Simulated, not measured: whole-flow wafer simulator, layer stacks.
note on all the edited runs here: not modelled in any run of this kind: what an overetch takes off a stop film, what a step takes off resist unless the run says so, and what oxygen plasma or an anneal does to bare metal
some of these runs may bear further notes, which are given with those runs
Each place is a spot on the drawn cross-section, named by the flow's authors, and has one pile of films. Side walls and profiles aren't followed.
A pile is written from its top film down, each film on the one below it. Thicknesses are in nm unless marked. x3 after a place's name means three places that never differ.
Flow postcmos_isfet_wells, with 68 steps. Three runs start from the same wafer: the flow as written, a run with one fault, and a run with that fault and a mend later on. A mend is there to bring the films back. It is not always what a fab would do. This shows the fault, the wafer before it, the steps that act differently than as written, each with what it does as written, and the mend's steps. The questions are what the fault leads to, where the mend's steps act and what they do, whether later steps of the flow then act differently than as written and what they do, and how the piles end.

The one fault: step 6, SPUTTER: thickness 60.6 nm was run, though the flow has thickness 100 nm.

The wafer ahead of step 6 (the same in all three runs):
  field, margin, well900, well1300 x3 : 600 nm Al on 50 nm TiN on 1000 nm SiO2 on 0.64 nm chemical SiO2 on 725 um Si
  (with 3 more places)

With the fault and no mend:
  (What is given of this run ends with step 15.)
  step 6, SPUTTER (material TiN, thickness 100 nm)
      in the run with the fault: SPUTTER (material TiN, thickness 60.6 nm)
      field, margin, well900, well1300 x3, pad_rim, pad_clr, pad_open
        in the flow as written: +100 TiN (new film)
        in the run with the fault: +60.6 TiN (new film)
  Later steps of the flow up to step 15 that are run all act as written at every place that is followed.
  The piles after step 15 differ from the flow's at field, margin, well900, well1300 x3, pad_rim, pad_clr, pad_open by more than 2% or 0.5 nm, whichever is larger.
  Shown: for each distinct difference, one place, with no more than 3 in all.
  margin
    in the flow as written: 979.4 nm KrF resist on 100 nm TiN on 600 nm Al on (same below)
    in the run with the fault: 979.4 nm KrF resist on 60.6 nm TiN on 600 nm Al on (same below)
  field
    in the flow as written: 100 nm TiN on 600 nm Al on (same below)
    in the run with the fault: 60.6 nm TiN on 600 nm Al on (same below)

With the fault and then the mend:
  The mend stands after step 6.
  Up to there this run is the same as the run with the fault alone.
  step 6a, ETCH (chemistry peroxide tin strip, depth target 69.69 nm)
      field, margin, well900, well1300 x3, pad_rim, pad_clr, pad_open
        -60.6 TiN (all of it)
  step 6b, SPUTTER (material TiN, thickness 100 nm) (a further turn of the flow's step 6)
      field, margin, well900, well1300 x3, pad_rim, pad_clr, pad_open
        +100 TiN (new film)
  Later steps of the flow that are run all act as written at every place that is followed.
  At every place that both follow, the piles at the end match the flow's.
